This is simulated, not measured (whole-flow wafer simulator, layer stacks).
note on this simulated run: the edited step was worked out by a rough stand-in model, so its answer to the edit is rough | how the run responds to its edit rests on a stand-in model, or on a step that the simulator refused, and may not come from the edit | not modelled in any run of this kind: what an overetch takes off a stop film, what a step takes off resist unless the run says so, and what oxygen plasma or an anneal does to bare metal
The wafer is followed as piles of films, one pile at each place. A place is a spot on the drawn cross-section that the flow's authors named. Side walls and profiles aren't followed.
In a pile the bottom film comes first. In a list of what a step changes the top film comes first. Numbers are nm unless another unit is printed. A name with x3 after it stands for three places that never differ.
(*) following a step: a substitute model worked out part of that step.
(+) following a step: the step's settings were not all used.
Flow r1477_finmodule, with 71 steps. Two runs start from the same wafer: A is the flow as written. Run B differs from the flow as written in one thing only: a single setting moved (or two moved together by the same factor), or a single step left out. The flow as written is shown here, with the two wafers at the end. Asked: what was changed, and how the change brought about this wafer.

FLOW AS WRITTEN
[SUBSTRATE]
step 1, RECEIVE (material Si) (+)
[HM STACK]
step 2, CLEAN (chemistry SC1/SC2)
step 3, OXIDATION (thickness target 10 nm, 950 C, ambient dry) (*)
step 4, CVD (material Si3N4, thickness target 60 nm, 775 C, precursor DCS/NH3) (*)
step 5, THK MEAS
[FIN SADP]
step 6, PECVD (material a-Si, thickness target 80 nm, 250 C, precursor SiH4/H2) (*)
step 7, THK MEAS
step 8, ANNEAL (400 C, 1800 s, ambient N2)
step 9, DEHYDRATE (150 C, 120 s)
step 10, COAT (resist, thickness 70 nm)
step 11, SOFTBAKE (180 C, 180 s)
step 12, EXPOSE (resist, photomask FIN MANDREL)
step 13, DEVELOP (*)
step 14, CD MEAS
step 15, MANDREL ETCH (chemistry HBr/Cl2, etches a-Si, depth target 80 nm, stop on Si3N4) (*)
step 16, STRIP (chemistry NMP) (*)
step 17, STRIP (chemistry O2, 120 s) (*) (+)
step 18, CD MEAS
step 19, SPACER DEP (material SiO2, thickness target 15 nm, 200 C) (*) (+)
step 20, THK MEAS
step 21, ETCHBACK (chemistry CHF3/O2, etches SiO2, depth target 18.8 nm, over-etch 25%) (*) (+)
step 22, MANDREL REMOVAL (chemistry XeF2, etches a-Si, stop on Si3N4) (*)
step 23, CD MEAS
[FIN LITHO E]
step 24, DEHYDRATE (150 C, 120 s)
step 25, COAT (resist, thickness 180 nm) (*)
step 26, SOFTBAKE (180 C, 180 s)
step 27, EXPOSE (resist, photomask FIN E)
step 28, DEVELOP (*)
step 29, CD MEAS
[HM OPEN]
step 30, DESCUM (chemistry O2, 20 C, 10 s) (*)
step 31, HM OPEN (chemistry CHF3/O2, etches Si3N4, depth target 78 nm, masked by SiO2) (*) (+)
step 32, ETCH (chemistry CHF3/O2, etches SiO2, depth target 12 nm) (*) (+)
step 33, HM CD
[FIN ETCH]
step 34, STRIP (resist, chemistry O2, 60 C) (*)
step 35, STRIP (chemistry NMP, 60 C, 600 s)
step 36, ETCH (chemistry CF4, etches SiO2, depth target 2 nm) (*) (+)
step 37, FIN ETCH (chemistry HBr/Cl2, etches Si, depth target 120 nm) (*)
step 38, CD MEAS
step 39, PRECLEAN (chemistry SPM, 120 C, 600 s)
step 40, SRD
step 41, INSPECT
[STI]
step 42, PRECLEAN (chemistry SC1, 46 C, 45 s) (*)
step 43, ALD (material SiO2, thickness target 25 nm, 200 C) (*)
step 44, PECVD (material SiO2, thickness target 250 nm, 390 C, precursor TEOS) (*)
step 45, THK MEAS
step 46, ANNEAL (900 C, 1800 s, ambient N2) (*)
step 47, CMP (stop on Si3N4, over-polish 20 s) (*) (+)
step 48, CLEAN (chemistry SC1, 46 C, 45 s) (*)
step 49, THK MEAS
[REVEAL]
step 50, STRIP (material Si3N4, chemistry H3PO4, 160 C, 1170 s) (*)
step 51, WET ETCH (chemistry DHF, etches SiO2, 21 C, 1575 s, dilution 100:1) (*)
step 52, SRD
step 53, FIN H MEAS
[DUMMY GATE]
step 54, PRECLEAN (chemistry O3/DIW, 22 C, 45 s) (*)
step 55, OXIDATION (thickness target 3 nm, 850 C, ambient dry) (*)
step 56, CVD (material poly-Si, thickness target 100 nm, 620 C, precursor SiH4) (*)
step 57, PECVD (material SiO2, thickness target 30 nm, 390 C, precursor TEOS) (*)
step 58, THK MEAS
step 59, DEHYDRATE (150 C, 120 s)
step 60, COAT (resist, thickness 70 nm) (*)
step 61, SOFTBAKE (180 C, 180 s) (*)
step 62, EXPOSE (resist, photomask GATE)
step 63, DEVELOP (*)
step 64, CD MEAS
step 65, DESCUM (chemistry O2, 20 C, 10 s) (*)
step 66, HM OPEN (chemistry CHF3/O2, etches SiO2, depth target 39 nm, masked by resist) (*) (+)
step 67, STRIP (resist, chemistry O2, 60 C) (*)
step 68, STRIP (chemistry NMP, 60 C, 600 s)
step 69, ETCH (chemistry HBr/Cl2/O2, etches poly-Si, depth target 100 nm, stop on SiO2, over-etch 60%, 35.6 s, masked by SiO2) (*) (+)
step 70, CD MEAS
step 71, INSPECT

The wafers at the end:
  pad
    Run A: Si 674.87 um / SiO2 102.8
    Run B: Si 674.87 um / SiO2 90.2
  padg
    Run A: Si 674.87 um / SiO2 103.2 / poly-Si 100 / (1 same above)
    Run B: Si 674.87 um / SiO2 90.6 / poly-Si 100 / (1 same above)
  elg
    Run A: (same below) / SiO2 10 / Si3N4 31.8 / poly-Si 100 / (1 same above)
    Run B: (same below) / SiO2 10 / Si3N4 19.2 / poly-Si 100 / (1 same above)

What caused this: step 4, CVD: thickness target 47.4 nm was run, whereas the flow has thickness target 60 nm.

Step by step, how the change led to this:
  step 4, CVD (material Si3N4, thickness target 60 nm, 775 C, precursor DCS/NH3) (*)
      pad, padg, elg and 33 more: A Si3N4 gains 60 (new film) | B Si3N4 gains 47.4 (new film)
  step 31, HM OPEN (chemistry CHF3/O2, etches Si3N4, depth target 78 nm, masked by SiO2) (*) (+)
      pad, padg, esg and 13 more: A Si3N4 loses 56.4 (all of it), SiO2 loses 10 (all of it) | B Si3N4 loses 43.8 (all of it), SiO2 loses 10 (all of it)
      elg, e40lg, e100lg, e200lg, elo, e40lo, e100lo, e200lo: A resist loses 78 | B resist loses 65.7
      (and at 12 other places as well)
  step 34, STRIP (resist, chemistry O2, 60 C) (*)
      elg, e40lg, e100lg, e200lg, elo, e40lo, e100lo, e200lo: A resist loses 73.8 (all of it) | B resist loses 86.1 (all of it)
  step 43, ALD (material SiO2, thickness target 25 nm, 200 C) (*)
      s40cg, s45cg, s50cg, s40co, s45co, s50co: A SiO2 gains 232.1 (new film) | B SiO2 gains 225.7 (new film)
      esg: A SiO2 gains 194.3 (new film) | B SiO2 gains 181.6 (new film)
  step 47, CMP (stop on Si3N4, over-polish 20 s) (*) (+)
      pad, padg, e40sg and 11 more: A SiO2 loses 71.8 | B SiO2 loses 84.4
      s40cg, s45cg, s50cg, s40co, s45co, s50co: A SiO2 loses 279 | B SiO2 loses 285.2
      (and at 7 other places as well)
  step 50, STRIP (material Si3N4, chemistry H3PO4, 160 C, 1170 s) (*)
      s40sg_line, s45sg_line, s50sg_line, s40so_line, s45so_line, s50so_line: A Si3N4 loses 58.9 (all of it), SiO2 loses 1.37 | B Si3N4 loses 46.3 (all of it), SiO2 loses 1.76
  step 56, CVD (material poly-Si, thickness target 100 nm, 620 C, precursor SiH4) (*)
      s40cg, s40co: A poly-Si gains 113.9 (new film) | B poly-Si gains 128.5 (new film)
      s45cg, s45co: A poly-Si gains 113.4 (new film) | B poly-Si gains 128.5 (new film)
      (and at 2 other places as well)
  step 60, COAT (resist, thickness 70 nm) (*)
      s40cg, s40co: A resist gains 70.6 (new film) | B resist gains 68.6 (new film)
      s40sg, s40so: A resist gains 91 (new film) | B resist gains 103.6 (new film)
      (and at 8 other places as well)
  step 63, DEVELOP (*)
      s40co: A resist loses 70.6 (all of it) | B resist loses 68.6 (all of it)
      s40so: A resist loses 91 (all of it) | B resist loses 103.6 (all of it)
      (and at 4 other places as well)
  step 67, STRIP (resist, chemistry O2, 60 C) (*)
      s40cg: A resist loses 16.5 (all of it) | B resist loses 14.5 (all of it)
      s40sg: A resist loses 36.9 (all of it) | B resist loses 49.5 (all of it)
      (and at 4 other places as well)
  step 69, ETCH (chemistry HBr/Cl2/O2, etches poly-Si, depth target 100 nm, stop on SiO2, over-etch 60%, 35.6 s, masked by SiO2) (*) (+)
      s40co: A chemical SiO2 loses 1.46 (all of it), poly-Si loses 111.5 (all of it), SiO2 loses 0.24 | B chemical SiO2 loses 1.46 (all of it), poly-Si loses 126.1 (all of it), SiO2 loses 0.17
      s45co: A chemical SiO2 loses 1.46 (all of it), poly-Si loses 110.9 (all of it), SiO2 loses 0.25 | B chemical SiO2 loses 1.46 (all of it), poly-Si loses 126.1 (all of it), SiO2 loses 0.17
      (and at 1 other place as well)
